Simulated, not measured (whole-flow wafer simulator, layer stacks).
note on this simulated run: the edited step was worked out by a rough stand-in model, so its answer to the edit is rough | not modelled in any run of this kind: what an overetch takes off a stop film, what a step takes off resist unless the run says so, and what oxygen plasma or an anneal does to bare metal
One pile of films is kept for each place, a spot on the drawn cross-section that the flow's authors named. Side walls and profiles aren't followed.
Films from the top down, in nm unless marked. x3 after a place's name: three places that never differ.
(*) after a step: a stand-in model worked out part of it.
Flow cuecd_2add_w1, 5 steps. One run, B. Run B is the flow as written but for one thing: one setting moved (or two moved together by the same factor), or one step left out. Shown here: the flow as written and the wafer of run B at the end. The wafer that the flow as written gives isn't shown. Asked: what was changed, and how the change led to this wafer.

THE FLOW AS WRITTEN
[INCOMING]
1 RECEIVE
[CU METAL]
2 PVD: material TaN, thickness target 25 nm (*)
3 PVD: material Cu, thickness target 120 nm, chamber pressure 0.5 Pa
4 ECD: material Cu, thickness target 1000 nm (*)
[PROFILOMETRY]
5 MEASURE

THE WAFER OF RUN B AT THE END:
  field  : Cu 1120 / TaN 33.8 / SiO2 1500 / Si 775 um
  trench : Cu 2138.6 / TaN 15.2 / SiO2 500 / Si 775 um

The cause: step 2, PVD: thickness target 33.8 nm was run, where the flow has thickness target 25 nm.
It can be read off the wafer: field has TaN 33.8, and step 2 as written asks for 25 nm.

How the change led to this, step by step:
  2 PVD: material TaN, thickness target 25 nm (*)
      field: TaN +33.8 (new film) (as written it would be: TaN +25 (new film))
      trench: TaN +15.2 (new film) (as written it would be: TaN +11.2 (new film))
